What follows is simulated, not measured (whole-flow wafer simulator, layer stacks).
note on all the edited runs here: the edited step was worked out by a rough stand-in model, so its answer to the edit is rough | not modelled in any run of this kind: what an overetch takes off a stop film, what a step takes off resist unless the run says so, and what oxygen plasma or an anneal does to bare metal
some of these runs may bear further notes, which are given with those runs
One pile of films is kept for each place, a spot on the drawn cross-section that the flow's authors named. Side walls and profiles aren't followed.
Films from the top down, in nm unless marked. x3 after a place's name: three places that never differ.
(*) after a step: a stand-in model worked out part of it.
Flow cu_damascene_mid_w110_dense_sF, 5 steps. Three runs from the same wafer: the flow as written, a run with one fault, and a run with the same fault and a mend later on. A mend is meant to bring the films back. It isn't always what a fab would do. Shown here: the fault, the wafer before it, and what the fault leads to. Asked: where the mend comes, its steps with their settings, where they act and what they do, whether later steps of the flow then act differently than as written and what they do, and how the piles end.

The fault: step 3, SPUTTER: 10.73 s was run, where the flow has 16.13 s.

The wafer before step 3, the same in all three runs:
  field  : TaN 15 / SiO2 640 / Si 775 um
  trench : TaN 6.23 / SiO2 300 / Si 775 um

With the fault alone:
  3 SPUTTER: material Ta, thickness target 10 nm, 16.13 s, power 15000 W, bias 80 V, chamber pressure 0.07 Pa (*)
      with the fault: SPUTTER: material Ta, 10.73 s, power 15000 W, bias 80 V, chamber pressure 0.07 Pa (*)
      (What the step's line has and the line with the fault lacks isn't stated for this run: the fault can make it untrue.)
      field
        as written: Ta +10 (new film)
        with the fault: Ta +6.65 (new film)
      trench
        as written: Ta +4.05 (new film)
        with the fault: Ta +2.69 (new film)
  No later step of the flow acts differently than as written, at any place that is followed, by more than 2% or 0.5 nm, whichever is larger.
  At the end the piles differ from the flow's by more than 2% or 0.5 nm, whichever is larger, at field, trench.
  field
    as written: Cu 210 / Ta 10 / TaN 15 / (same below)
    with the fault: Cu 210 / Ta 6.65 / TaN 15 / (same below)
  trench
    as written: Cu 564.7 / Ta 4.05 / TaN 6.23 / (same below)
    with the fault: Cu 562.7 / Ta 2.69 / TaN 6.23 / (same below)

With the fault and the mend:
  The mend comes after step 3.
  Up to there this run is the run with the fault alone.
  3a SPUTTER: material Ta, 5.404 s, power 15000 W, bias 80 V, chamber pressure 0.07 Pa (*) (the flow's step 3 once more, with other settings)
      field
        Ta +3.35
      trench
        Ta +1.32
  No later step of the flow acts differently than as written, at any place that is followed, by more than 2% or 0.5 nm, whichever is larger.
  At the end the piles differ from the flow's only slightly at the places that both follow, by at most 2% or 0.5 nm, whichever is larger.
